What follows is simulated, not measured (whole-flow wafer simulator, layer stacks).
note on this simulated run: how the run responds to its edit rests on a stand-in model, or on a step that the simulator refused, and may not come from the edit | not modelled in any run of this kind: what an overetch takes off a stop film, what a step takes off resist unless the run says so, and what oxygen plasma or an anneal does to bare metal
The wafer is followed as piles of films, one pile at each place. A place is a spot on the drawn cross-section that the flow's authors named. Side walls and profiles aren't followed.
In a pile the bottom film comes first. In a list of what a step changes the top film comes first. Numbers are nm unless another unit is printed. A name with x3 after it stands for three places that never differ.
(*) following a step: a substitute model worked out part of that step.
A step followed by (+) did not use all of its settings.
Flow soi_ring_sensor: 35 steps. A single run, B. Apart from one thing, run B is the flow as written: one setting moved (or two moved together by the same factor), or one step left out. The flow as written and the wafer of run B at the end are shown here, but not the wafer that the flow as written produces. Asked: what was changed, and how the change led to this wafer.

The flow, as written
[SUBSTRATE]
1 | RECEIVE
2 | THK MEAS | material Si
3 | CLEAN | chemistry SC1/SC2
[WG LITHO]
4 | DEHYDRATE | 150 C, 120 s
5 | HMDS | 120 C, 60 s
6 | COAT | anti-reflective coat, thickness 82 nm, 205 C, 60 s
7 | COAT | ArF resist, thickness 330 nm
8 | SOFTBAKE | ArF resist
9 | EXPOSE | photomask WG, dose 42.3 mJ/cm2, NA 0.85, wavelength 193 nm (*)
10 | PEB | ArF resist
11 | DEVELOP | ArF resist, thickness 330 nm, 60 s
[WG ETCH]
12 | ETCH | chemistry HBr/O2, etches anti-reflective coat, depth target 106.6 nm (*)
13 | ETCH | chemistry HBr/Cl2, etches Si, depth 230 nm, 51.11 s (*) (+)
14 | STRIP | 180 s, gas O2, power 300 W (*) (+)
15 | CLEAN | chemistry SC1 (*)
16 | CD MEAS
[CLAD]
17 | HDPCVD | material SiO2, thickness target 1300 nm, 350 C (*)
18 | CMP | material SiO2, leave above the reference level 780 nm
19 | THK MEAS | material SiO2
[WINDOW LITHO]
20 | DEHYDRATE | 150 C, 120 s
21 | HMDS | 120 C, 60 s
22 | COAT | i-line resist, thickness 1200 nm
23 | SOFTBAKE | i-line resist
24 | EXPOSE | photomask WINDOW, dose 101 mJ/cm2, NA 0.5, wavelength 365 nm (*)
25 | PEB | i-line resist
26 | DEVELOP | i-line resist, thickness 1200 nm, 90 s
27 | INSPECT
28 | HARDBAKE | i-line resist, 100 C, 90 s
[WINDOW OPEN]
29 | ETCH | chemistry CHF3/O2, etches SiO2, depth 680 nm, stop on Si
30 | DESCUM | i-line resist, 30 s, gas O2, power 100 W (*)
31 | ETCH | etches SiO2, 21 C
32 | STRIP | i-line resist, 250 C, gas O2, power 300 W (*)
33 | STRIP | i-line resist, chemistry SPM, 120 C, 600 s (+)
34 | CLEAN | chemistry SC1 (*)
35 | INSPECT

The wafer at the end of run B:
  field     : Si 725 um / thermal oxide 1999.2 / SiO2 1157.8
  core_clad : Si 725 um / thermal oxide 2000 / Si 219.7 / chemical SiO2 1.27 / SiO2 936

The reason: step 18, CMP: leave above the reference level 936 nm was run, whereas the flow has leave above the reference level 780 nm.
The wafer lets one read it off: core_clad has SiO2 936, and step 18 as written asks for 780 nm.

How this came from the change, step by step:
  18 | CMP | material SiO2, leave above the reference level 780 nm
      gap, window, field, gap_clad: -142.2 SiO2 (as written it would have been: -298.2 SiO2)
      core, core_clad: -364 SiO2 (as written it would have been: -520 SiO2)
  31 | ETCH | etches SiO2, 21 C
      core: -256 SiO2 (all of it), -1.27 chemical SiO2 (all of it) (as written it would have been: -100 SiO2 (all of it), -1.27 chemical SiO2 (all of it))
